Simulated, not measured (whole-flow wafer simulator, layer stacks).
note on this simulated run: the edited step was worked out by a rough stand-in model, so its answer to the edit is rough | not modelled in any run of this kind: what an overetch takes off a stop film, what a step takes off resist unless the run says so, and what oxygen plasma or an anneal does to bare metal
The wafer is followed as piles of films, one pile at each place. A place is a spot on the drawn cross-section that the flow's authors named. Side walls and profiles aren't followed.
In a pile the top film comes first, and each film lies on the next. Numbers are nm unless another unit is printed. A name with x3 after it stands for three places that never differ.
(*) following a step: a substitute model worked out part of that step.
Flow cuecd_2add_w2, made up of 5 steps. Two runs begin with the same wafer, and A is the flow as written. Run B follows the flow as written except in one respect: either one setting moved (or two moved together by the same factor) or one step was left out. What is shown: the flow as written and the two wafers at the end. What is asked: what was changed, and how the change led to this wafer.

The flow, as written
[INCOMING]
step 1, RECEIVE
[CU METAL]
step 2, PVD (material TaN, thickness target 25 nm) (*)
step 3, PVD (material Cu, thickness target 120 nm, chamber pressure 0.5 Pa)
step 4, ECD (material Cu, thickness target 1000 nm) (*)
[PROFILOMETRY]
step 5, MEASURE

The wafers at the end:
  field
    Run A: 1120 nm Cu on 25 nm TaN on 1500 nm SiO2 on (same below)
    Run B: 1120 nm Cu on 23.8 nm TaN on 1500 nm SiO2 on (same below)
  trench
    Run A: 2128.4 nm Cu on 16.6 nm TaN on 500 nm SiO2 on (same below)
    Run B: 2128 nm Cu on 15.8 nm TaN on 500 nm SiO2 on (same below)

What caused this: step 2, PVD: thickness target 23.8 nm was run, though the flow has thickness target 25 nm.
The wafer itself shows it: field has TaN 23.8, and step 2 as written asks for 25 nm.

Step by step, how the change led to this:
  step 2, PVD (material TaN, thickness target 25 nm) (*)
      field: A +25 TaN (new film) | B +23.8 TaN (new film)
      trench: A +16.6 TaN (new film) | B +15.8 TaN (new film)
